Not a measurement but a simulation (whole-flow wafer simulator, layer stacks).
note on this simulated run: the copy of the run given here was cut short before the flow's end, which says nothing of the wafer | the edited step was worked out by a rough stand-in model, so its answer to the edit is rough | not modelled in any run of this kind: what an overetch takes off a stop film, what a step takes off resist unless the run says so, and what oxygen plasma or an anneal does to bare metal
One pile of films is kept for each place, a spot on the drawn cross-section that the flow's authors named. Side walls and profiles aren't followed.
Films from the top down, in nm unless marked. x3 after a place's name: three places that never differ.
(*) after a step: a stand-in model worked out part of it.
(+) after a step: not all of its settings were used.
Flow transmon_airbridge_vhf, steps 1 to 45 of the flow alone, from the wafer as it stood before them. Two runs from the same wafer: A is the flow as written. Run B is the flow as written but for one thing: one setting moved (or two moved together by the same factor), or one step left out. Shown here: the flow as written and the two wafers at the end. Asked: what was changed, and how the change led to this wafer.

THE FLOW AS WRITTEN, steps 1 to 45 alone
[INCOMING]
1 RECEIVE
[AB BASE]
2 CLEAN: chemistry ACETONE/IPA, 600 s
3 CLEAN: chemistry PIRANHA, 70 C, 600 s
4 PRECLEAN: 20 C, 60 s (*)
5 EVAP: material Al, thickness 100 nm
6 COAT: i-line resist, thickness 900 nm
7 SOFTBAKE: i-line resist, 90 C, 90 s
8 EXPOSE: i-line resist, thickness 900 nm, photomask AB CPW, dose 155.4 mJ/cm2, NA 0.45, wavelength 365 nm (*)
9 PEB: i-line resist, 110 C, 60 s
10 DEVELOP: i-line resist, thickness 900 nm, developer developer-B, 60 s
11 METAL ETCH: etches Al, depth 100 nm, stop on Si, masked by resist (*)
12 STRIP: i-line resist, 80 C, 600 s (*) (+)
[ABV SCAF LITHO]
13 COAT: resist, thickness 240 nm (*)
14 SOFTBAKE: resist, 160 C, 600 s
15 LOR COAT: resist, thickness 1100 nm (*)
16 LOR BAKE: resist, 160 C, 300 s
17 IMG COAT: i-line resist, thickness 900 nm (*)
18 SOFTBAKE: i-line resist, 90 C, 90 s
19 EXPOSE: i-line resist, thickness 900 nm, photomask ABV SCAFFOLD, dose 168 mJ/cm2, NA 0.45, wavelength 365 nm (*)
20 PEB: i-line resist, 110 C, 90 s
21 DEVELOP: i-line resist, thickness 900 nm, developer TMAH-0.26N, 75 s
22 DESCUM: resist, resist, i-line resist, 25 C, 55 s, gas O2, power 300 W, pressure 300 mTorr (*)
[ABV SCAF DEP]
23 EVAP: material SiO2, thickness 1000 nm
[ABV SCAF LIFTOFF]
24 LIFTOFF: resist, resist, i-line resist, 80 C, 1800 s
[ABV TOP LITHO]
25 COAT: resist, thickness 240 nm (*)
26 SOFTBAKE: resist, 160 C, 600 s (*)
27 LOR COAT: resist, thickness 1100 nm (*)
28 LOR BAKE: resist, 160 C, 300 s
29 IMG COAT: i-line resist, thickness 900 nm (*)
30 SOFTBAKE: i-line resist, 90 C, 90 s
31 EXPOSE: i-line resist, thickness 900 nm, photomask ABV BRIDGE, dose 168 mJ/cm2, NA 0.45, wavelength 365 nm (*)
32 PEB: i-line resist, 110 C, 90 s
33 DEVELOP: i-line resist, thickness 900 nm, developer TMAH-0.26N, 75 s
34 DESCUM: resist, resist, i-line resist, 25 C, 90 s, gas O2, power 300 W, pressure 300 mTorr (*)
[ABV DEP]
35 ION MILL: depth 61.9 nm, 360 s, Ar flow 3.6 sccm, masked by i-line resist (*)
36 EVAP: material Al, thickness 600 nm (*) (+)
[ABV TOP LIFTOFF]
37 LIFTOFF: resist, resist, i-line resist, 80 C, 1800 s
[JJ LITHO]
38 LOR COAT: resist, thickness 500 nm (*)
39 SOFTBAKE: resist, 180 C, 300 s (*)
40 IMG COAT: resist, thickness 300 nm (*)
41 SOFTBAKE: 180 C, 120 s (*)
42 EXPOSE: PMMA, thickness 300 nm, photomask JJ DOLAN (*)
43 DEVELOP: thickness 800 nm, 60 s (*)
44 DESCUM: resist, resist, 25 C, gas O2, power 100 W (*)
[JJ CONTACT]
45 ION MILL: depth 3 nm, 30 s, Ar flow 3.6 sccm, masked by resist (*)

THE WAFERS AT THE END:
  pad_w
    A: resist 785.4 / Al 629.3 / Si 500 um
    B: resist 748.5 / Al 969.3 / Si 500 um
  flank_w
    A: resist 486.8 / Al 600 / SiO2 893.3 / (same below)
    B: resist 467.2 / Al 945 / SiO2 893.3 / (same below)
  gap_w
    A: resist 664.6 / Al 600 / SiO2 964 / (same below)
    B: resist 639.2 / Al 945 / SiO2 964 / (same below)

The cause: step 36, EVAP: thickness 945 nm was run, where the flow has thickness 600 nm.
It can be read off the wafer: flank_w has Al 945, and step 36 as written asks for 600 nm.

How the change led to this, step by step:
  36 EVAP: material Al, thickness 600 nm (*) (+)
      field x3, jj_line, ground_far and 10 more: A Al +600 (new film) | B Al +945 (new film)
      pad_w, pad_e: A Al +591.2 | B Al +931.2
  37 LIFTOFF: resist, resist, i-line resist, 80 C, 1800 s
      field x3, jj_line, trace_open_s x2: A Al -600 (all of it), i-line resist -600 (all of it), resist -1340 (all of it) | B Al -945 (all of it), i-line resist -600 (all of it), resist -1340 (all of it)
      margin_s, margin_n: A Al -600 (all of it), i-line resist -318.3 (all of it), resist -992 (all of it) | B Al -945 (all of it), i-line resist -318.3 (all of it), resist -992 (all of it)
      (and at 1 more place)
  38 LOR COAT: resist, thickness 500 nm (*)
      pad_w, pad_e: A resist +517 (new film) | B resist +494.1 (new film)
      flank_w, flank_e: A resist +306.5 (new film) | B resist +298 (new film)
      (and at 6 more places)
  40 IMG COAT: resist, thickness 300 nm (*)
      pad_w, pad_e: A resist +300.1 | B resist +286.2
      flank_w, flank_e: A resist +212.1 | B resist +201
      (and at 6 more places)
